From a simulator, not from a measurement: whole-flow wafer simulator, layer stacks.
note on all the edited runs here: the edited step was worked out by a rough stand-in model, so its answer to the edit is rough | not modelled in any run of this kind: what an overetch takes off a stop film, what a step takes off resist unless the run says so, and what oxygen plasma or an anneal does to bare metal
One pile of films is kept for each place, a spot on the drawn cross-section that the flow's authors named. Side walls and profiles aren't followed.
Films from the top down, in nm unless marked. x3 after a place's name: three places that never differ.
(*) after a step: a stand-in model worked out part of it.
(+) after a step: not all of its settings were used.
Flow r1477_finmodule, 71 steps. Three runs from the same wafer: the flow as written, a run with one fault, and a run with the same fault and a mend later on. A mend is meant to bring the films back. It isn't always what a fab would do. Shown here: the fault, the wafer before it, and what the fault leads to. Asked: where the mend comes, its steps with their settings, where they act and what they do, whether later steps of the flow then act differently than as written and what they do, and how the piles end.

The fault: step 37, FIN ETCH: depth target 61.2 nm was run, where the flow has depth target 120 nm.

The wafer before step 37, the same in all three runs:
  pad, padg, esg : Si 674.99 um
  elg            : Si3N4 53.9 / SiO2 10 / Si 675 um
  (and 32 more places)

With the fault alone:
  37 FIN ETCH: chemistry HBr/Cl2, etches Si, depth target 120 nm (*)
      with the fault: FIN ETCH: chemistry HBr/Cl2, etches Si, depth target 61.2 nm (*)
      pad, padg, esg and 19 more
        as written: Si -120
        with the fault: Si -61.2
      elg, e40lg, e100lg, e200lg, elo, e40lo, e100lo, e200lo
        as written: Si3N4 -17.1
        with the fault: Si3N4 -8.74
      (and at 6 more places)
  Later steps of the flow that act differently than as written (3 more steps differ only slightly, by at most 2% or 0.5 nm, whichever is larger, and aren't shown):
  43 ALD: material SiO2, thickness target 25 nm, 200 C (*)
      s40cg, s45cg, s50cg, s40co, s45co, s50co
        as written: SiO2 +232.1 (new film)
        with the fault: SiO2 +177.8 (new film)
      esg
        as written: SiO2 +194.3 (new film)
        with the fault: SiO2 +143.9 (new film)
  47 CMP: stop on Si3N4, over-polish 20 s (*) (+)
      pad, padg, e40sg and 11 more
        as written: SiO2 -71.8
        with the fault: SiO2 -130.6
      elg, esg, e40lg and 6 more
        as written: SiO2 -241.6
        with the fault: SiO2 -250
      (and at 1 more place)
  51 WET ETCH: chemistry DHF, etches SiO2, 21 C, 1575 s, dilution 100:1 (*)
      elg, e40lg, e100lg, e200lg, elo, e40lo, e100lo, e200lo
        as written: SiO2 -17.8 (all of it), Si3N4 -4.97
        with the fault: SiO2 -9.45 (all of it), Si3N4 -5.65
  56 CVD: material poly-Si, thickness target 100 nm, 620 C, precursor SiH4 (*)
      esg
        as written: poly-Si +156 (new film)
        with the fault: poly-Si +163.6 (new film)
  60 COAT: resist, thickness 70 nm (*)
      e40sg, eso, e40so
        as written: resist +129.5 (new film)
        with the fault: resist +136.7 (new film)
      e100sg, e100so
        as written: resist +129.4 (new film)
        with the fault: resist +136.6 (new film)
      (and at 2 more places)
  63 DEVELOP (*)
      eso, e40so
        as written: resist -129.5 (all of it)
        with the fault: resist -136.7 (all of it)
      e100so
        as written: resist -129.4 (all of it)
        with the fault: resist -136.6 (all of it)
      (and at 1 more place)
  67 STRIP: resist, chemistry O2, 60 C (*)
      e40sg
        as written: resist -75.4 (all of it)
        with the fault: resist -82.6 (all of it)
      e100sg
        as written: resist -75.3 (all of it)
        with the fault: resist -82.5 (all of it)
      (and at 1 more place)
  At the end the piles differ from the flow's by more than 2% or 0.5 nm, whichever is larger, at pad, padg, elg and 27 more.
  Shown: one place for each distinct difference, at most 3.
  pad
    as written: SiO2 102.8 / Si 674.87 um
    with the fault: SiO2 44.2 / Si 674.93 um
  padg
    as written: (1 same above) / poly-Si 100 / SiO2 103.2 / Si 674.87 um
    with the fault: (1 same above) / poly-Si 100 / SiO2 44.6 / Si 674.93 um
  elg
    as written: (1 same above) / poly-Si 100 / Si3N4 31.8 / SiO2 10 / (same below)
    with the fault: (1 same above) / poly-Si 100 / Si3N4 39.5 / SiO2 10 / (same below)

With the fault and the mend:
  The mend comes after step 38.
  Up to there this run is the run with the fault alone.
  38a FIN ETCH: chemistry HBr/Cl2, etches Si, depth target 58.8 nm (*) (the flow's step 37 once more, with other settings)
      pad, padg, esg and 19 more
        Si -58.8
      elg, e40lg, e100lg, e200lg, elo, e40lo, e100lo, e200lo
        Si3N4 -8.4
      s40sg_line, s45sg_line, s50sg_line, s40so_line, s45so_line, s50so_line
        SiO2 -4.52
  No later step of the flow acts differently than as written at any place that is followed.
  At the end the piles are the same as the flow's at every place that both follow.
